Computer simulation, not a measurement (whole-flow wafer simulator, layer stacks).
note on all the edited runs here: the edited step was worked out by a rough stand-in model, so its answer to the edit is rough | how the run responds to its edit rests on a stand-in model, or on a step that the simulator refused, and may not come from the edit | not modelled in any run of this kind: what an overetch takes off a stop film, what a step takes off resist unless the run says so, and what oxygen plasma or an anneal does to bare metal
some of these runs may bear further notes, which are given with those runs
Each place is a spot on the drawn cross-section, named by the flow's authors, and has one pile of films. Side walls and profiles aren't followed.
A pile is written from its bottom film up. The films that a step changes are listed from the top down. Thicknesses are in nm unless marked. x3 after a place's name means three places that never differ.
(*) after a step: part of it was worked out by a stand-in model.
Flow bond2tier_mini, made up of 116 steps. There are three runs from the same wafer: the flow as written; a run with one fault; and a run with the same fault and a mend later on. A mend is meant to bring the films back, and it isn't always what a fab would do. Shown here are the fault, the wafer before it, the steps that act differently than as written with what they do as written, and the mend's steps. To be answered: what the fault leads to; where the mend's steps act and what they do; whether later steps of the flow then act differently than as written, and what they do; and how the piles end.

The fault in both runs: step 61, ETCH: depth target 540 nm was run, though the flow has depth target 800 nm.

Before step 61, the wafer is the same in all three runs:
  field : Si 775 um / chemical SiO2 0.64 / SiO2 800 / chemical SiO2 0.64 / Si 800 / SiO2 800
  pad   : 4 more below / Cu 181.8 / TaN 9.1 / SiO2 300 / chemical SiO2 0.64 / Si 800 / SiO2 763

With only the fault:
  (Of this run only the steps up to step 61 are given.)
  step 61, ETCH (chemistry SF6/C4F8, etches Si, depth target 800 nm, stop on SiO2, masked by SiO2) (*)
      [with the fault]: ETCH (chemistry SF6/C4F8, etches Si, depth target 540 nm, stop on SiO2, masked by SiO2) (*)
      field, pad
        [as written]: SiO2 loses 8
        [with the fault]: SiO2 loses 5.4
  After step 61 the piles are close to the flow's at the places that both follow, differing by at most 2% or 0.5 nm, whichever is larger.

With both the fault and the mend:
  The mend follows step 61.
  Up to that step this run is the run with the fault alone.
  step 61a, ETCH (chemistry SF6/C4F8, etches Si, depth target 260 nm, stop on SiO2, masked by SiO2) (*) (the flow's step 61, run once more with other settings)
      field, pad
        SiO2 loses 2.6
  None of the later steps of the flow acts differently than as written at any place that is followed.
  By the end, the piles equal the flow's at every place that both follow.
